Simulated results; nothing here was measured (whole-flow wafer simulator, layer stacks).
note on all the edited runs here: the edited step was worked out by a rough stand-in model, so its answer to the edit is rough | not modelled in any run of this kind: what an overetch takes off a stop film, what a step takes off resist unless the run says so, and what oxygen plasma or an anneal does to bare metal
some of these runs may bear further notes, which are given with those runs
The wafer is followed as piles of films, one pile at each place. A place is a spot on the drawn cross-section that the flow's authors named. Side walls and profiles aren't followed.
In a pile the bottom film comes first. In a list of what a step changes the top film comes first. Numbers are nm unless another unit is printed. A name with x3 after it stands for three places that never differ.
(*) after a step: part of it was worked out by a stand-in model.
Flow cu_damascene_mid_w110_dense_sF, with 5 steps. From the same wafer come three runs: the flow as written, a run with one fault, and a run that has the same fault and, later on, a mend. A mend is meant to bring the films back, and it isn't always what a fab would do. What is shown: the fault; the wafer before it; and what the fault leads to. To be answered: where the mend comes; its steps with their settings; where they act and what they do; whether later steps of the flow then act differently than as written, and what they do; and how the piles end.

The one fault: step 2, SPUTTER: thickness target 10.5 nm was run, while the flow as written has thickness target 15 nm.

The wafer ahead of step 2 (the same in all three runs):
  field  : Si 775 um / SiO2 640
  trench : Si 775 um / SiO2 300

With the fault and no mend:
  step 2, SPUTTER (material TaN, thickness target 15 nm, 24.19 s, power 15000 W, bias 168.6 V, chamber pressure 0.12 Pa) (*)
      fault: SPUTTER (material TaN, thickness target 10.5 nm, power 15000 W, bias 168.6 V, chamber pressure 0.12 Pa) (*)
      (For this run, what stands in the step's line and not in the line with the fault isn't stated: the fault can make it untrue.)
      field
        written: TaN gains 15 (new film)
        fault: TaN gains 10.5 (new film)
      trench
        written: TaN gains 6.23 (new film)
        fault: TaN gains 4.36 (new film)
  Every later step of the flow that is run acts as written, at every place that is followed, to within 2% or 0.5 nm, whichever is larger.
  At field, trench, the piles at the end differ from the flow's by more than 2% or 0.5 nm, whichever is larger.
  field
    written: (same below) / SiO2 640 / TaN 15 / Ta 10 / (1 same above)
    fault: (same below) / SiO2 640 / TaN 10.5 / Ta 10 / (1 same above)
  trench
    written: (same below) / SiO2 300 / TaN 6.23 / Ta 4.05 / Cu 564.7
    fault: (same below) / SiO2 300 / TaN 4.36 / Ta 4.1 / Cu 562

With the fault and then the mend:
  The mend follows step 2.
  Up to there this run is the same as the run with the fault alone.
  step 2a, SPUTTER (material TaN, thickness target 4.5 nm, power 15000 W, bias 168.6 V, chamber pressure 0.12 Pa) (*) (the flow's step 2, run once more with other settings)
      field
        TaN gains 4.5
      trench
        TaN gains 1.8
  Every later step of the flow that is run acts as written, at every place that is followed, to within 2% or 0.5 nm, whichever is larger.
  At the end the piles are close to the flow's at the places that both follow, differing by at most 2% or 0.5 nm, whichever is larger.
